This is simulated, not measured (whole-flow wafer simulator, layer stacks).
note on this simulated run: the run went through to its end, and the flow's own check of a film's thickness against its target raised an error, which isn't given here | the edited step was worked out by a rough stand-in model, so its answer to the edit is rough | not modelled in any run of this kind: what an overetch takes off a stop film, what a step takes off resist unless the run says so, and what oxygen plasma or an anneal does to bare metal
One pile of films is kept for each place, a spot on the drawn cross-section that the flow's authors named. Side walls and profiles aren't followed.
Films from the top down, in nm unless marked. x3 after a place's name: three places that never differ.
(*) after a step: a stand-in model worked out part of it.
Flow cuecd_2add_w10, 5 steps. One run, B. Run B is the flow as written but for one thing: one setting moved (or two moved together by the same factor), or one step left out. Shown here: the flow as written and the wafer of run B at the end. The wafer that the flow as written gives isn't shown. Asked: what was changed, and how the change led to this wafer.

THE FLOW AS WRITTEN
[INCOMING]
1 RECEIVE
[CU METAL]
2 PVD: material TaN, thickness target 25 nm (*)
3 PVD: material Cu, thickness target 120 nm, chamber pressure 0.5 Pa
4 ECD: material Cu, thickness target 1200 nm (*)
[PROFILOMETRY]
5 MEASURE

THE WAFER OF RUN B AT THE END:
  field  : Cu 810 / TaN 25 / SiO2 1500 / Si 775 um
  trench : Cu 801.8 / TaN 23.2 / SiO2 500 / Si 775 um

The cause: step 4, ECD: thickness target 690 nm was run, where the flow has thickness target 1200 nm.

How the change led to this, step by step:
  4 ECD: material Cu, thickness target 1200 nm (*)
      field, trench: Cu +690 (as written it would be: Cu +1200)
